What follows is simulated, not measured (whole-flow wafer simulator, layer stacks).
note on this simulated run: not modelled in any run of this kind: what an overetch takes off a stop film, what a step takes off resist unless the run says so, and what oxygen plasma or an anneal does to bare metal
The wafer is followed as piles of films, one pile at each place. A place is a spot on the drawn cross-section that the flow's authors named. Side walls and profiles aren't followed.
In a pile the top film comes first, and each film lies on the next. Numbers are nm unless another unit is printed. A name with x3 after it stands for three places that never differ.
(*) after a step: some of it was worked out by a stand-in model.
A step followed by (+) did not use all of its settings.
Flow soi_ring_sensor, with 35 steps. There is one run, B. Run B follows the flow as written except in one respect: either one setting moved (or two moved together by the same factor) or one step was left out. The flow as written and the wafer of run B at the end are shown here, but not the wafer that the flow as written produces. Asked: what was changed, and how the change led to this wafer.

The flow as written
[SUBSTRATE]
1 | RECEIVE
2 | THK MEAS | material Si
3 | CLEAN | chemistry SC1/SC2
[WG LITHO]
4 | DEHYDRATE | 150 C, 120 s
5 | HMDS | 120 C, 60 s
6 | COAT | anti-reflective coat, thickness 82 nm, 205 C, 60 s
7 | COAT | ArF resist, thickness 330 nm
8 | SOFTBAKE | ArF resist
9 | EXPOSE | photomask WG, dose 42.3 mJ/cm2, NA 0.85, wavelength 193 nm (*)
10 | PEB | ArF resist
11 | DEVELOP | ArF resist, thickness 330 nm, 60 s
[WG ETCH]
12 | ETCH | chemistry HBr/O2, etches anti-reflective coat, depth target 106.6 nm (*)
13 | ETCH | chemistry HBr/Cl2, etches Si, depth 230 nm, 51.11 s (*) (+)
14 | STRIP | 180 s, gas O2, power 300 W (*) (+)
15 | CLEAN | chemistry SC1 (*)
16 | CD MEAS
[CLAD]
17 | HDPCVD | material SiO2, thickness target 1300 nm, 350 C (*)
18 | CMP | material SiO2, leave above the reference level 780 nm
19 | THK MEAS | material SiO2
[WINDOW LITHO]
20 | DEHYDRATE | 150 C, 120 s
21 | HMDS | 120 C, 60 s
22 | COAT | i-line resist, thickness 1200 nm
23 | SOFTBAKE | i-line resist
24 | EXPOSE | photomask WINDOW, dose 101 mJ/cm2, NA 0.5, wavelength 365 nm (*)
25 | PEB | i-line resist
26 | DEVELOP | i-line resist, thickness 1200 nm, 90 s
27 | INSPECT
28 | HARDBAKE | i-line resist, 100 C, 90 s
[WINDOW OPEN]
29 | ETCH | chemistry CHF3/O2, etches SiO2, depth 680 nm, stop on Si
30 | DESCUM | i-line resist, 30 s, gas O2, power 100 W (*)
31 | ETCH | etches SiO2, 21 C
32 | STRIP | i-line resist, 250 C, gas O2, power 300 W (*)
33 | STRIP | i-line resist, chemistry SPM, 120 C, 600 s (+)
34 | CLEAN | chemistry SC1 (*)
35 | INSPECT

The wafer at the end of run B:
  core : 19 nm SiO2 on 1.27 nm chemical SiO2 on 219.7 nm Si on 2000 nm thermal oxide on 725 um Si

The reason: step 29, ETCH: depth 299 nm was run, whereas the flow has depth 680 nm.

The path from the change to this, step by step:
  29 | ETCH | chemistry CHF3/O2, etches SiO2, depth 680 nm, stop on Si
      core, gap, window: -299 SiO2 (as written it would have been: -680 SiO2)
      field, core_clad, gap_clad: -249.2 i-line resist (as written it would have been: -566.7 i-line resist)
  31 | ETCH | etches SiO2, 21 C
      core: -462 SiO2 (as written it would have been: -100 SiO2 (all of it), -1.27 chemical SiO2 (all of it))
  32 | STRIP | i-line resist, 250 C, gas O2, power 300 W (*)
      core: nothing (as written it would have been: +1.23 chemical SiO2 (new film), -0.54 Si)
      field, core_clad: -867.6 i-line resist (all of it) (as written it would have been: -550.1 i-line resist (all of it))
